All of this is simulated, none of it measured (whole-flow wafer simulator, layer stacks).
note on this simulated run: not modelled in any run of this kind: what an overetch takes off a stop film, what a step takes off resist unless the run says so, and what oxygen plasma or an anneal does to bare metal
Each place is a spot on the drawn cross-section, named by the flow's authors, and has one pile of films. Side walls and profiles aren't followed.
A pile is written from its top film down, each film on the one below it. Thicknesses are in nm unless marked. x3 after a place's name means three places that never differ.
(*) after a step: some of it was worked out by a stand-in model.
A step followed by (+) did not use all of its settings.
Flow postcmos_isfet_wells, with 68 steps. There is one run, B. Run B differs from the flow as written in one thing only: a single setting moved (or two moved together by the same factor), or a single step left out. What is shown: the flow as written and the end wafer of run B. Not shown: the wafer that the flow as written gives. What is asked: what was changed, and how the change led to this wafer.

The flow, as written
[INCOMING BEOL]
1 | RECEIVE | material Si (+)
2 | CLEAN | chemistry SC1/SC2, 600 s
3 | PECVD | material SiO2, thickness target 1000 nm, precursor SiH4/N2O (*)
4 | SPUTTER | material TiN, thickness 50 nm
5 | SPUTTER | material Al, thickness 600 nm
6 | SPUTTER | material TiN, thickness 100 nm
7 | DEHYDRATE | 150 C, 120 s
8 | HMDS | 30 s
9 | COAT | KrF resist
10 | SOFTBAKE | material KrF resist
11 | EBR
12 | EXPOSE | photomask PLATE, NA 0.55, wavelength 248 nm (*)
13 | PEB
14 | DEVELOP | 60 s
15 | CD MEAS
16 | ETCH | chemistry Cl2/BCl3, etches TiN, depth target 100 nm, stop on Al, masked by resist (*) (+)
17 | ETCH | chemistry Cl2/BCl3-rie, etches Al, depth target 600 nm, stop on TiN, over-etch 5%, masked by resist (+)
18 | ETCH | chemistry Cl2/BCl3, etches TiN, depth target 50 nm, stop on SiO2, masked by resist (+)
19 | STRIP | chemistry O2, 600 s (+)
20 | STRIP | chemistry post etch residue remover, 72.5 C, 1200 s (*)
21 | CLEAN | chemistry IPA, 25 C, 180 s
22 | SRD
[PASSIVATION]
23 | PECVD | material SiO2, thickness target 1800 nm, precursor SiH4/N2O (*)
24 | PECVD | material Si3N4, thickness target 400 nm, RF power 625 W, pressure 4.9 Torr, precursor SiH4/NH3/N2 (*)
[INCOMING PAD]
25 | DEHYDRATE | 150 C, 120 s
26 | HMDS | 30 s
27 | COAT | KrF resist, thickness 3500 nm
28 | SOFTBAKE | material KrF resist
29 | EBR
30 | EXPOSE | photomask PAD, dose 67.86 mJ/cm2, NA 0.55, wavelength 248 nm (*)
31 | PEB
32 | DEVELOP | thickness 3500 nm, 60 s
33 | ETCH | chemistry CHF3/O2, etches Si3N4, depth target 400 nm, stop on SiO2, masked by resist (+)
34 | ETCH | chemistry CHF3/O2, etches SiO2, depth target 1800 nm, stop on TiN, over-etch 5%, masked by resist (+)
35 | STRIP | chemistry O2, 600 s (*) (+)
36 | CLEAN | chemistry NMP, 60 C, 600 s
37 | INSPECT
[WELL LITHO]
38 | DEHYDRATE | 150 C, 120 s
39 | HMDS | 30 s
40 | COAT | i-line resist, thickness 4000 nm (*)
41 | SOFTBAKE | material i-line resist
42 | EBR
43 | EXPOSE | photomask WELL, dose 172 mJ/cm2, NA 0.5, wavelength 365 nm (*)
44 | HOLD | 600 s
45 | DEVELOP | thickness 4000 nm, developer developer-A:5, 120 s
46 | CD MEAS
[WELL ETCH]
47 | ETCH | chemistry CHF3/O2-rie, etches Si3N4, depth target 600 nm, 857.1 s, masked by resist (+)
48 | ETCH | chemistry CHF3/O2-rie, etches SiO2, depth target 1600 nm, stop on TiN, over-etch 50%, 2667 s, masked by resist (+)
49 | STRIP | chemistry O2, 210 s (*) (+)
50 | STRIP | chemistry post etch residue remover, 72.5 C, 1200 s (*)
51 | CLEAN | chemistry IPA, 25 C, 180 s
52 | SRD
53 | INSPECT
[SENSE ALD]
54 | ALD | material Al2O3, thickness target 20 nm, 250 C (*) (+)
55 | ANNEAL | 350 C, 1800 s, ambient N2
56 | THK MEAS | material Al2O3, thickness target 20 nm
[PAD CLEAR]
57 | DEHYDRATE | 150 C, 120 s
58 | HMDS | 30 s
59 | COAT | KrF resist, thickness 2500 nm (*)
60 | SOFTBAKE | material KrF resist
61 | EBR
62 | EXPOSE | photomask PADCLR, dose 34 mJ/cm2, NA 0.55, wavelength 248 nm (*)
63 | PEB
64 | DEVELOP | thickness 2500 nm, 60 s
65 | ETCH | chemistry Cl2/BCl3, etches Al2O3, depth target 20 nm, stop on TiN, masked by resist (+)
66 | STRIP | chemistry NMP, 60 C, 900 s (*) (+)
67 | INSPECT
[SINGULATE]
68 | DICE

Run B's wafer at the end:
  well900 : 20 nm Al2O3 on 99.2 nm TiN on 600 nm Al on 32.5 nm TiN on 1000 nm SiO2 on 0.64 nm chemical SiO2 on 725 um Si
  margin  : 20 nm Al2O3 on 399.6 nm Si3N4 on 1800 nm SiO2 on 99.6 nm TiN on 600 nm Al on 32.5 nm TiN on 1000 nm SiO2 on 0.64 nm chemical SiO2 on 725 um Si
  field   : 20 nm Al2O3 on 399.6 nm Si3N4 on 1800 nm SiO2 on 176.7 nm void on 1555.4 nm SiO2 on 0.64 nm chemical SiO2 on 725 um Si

What caused this: step 4, SPUTTER: thickness 32.5 nm was run, though the flow has thickness 50 nm.
The wafer itself shows it: well900 has TiN 32.5, and step 4 as written asks for 50 nm.

Step by step, how the change led to this:
  4 | SPUTTER | material TiN, thickness 50 nm
      field, margin, well900, well1300 x3, pad_rim, pad_clr, pad_open: +32.5 TiN (new film) (as written it would have been: +50 TiN (new film))
  18 | ETCH | chemistry Cl2/BCl3, etches TiN, depth target 50 nm, stop on SiO2, masked by resist (+)
      field: -32.5 TiN (all of it) (as written it would have been: -50 TiN (all of it))
  23 | PECVD | material SiO2, thickness target 1800 nm, precursor SiH4/N2O (*)
      field: +1800 SiO2 (new film), +176.7 void (new film), +555.4 SiO2 (as written it would have been: +1800 SiO2 (new film), +189.9 void (new film), +559.7 SiO2)
